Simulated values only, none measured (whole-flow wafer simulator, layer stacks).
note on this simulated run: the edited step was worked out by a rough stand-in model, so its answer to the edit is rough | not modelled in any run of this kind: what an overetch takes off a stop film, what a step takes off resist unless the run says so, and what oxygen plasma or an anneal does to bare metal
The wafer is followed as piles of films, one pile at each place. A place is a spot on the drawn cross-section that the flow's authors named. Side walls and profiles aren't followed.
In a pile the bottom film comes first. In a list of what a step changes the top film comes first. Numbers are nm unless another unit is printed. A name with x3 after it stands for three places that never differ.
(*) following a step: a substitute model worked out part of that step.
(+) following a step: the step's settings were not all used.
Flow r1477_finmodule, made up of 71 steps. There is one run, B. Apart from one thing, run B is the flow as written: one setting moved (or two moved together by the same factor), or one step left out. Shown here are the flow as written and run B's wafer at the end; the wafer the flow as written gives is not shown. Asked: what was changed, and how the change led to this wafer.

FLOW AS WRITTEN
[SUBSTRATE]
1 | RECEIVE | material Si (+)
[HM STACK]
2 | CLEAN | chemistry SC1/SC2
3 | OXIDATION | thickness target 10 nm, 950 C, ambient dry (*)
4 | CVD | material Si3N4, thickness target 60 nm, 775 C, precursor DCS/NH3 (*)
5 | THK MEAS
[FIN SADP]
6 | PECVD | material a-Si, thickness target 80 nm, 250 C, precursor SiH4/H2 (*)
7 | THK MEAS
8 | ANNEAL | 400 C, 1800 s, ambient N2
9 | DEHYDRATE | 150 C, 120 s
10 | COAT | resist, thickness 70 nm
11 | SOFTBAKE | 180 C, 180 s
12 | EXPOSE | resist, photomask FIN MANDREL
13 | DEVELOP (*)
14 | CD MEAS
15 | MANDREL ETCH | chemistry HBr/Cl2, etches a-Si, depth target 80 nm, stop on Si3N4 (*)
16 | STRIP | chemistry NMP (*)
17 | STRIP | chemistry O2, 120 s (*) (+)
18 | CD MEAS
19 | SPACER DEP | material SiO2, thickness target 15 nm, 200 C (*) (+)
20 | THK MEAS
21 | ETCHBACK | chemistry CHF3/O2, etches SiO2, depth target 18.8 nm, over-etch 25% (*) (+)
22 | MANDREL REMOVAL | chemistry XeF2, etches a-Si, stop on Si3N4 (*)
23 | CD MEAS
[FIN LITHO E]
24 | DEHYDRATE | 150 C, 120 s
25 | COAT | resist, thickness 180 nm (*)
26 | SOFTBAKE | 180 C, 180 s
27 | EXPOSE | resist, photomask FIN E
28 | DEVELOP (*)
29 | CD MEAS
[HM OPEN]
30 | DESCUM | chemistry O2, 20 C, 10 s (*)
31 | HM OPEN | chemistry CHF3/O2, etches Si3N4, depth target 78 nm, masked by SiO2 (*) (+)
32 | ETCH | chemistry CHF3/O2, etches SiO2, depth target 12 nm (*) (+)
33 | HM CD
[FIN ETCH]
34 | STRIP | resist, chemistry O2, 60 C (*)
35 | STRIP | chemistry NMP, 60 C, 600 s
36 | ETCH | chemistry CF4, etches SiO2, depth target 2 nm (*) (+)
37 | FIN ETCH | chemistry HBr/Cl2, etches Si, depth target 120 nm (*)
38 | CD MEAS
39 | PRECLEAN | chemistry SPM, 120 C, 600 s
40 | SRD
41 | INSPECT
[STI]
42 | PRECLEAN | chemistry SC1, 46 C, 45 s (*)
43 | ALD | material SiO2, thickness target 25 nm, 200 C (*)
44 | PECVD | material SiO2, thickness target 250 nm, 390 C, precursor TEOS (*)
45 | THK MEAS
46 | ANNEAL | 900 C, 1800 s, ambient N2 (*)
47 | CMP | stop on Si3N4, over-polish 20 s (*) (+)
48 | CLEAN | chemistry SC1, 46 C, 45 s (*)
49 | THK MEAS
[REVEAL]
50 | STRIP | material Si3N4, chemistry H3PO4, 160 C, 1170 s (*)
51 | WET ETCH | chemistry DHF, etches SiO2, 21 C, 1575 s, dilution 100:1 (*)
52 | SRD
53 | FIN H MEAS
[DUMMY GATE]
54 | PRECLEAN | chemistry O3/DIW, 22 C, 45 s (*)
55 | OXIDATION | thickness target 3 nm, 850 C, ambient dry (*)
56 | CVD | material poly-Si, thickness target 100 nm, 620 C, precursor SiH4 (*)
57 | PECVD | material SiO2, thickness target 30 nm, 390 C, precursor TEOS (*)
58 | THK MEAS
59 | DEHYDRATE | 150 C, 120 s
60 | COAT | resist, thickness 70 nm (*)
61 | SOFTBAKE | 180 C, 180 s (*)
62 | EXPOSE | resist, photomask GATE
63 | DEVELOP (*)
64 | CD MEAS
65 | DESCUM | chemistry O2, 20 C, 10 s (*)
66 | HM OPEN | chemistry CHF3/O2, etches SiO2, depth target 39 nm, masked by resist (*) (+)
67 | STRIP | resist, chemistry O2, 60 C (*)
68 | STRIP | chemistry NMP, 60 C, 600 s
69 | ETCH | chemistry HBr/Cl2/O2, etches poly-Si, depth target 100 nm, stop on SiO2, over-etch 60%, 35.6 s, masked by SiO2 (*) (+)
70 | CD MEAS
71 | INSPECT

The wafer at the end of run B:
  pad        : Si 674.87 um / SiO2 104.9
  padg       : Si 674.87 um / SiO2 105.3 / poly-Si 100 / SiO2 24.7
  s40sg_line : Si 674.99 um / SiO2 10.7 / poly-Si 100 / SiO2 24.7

Cause: step 55, OXIDATION: 956 C was run, whereas the flow has 850 C.

Step by step, how the change led to this:
  55 | OXIDATION | thickness target 3 nm, 850 C, ambient dry (*)
      pad, padg, e40sg and 11 more: SiO2 gains 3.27, chemical SiO2 loses 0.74 (all of it), Si loses 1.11 (in the flow as written it would be: SiO2 gains 1.21, chemical SiO2 loses 0.74 (all of it), Si loses 0.21)
      s40cg, s45cg, s50cg, s40co, s45co, s50co: SiO2 gains 3.21, chemical SiO2 loses 0.74 (all of it), Si loses 1.08 (in the flow as written it would be: SiO2 gains 1.2, chemical SiO2 loses 0.74 (all of it), Si loses 0.2)
      (and at 8 other places as well)
  56 | CVD | material poly-Si, thickness target 100 nm, 620 C, precursor SiH4 (*)
      s40cg, s40co: poly-Si gains 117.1 (new film) (in the flow as written it would be: poly-Si gains 113.9 (new film))
      s45cg, s45co: poly-Si gains 116.6 (new film) (in the flow as written it would be: poly-Si gains 113.4 (new film))
      (and at 2 other places as well)
  60 | COAT | resist, thickness 70 nm (*)
      s40sg, s40so: resist gains 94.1 (new film) (in the flow as written it would be: resist gains 91 (new film))
      s45sg, s45so: resist gains 94 (new film) (in the flow as written it would be: resist gains 91 (new film))
      (and at 2 other places as well)
  63 | DEVELOP (*)
      s40so: resist loses 94.1 (all of it) (in the flow as written it would be: resist loses 91 (all of it))
      s45so: resist loses 94 (all of it) (in the flow as written it would be: resist loses 91 (all of it))
      (and at 1 other place as well)
  67 | STRIP | resist, chemistry O2, 60 C (*)
      s40sg: resist loses 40 (all of it) (in the flow as written it would be: resist loses 36.9 (all of it))
      s45sg: resist loses 39.9 (all of it) (in the flow as written it would be: resist loses 36.9 (all of it))
      (and at 1 other place as well)
  69 | ETCH | chemistry HBr/Cl2/O2, etches poly-Si, depth target 100 nm, stop on SiO2, over-etch 60%, 35.6 s, masked by SiO2 (*) (+)
      s40co: chemical SiO2 loses 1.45 (all of it), poly-Si loses 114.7 (all of it), SiO2 loses 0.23 (in the flow as written it would be: chemical SiO2 loses 1.46 (all of it), poly-Si loses 111.5 (all of it), SiO2 loses 0.24)
      s45co: chemical SiO2 loses 1.45 (all of it), poly-Si loses 114.1 (all of it), SiO2 loses 0.23 (in the flow as written it would be: chemical SiO2 loses 1.46 (all of it), poly-Si loses 110.9 (all of it), SiO2 loses 0.25)
      (and at 1 other place as well)
